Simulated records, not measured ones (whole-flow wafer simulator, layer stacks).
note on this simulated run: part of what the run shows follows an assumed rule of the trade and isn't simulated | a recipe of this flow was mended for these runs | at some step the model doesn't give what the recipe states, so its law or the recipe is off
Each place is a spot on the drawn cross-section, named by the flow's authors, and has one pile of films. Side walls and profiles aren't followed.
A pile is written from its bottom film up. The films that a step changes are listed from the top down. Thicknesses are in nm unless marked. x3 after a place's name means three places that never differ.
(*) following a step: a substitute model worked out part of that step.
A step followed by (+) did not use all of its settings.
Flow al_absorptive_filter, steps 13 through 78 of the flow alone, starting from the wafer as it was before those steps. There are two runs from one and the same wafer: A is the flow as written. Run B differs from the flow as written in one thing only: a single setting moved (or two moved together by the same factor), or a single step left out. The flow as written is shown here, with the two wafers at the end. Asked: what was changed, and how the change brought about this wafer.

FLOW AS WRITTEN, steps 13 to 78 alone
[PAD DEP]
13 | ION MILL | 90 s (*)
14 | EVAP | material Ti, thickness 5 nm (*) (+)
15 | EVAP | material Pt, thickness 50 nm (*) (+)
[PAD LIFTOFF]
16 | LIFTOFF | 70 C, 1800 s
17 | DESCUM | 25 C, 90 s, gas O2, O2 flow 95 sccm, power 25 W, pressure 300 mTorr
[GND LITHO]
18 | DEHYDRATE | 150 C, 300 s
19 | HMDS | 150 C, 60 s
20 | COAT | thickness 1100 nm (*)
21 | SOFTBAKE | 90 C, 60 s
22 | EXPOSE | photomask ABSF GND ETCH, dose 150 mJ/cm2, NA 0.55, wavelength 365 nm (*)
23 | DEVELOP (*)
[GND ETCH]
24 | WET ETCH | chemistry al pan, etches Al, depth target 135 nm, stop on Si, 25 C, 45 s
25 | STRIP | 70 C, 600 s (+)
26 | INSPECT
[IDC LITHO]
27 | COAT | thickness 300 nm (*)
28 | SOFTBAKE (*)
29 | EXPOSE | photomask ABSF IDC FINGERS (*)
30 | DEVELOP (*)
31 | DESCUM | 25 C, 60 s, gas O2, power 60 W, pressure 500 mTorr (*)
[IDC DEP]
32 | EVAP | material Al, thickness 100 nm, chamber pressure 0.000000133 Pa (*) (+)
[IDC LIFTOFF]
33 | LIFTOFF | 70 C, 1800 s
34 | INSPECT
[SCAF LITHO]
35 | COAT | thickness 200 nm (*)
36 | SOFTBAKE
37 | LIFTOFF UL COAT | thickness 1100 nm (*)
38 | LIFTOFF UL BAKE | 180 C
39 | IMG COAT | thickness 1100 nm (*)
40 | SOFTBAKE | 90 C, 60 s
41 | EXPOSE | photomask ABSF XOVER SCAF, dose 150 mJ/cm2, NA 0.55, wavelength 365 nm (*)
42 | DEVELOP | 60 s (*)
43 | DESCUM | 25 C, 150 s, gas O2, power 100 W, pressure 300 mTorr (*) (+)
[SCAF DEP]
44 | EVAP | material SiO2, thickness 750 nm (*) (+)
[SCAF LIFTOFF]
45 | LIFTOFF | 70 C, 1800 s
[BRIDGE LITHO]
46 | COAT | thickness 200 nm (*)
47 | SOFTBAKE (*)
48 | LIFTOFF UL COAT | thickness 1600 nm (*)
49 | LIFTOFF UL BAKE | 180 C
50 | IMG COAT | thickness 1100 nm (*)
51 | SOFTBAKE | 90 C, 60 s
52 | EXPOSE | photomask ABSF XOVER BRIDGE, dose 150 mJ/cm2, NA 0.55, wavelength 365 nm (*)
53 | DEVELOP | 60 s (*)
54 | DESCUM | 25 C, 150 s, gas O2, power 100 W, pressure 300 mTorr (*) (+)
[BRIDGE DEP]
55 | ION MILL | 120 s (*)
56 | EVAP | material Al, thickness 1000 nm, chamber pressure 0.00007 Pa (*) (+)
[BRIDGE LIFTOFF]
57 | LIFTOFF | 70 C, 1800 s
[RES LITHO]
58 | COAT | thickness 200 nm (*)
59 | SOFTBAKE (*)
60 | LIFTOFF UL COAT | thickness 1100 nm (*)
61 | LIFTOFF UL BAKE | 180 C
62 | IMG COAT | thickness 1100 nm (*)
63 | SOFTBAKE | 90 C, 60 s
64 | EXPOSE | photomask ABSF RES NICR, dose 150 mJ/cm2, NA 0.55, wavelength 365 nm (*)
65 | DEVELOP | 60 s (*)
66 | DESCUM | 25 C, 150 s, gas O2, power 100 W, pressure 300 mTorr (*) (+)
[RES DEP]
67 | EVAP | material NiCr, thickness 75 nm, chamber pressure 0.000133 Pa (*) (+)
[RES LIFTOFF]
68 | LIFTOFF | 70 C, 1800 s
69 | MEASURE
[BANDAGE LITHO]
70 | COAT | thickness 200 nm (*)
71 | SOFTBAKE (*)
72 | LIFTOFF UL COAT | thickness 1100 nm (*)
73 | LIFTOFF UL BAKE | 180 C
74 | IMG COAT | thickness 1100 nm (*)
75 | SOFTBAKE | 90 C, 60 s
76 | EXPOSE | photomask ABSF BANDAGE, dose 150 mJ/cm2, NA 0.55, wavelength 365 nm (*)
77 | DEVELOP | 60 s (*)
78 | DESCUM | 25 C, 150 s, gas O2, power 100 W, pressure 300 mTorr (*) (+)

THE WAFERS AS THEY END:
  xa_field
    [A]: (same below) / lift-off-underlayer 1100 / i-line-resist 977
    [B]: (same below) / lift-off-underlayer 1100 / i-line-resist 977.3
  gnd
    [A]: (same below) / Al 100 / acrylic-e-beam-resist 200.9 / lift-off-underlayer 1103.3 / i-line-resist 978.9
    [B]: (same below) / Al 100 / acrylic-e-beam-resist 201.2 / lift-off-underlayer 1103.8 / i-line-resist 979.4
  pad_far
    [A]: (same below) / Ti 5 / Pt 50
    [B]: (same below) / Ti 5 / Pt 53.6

Cause: step 15, EVAP: thickness 53.6 nm was run, whereas the flow has thickness 50 nm.
One can read it off the wafer: pad_far has Pt 53.6, and step 15 as written asks for 50 nm.

Step by step, how the change led to this:
  15 | EVAP | material Pt, thickness 50 nm (*) (+)
      gnd, pad_far, pad_near and 11 more: A +50 Pt (new film) | B +53.6 Pt (new film)
  16 | LIFTOFF | 70 C, 1800 s
      gnd, ledge, res and 9 more: A -50 Pt (all of it), -5 Ti (all of it), -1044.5 i-line-resist (all of it), -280 lift-off-underlayer (all of it) | B -53.6 Pt (all of it), -5 Ti (all of it), -1044.5 i-line-resist (all of it), -280 lift-off-underlayer (all of it)
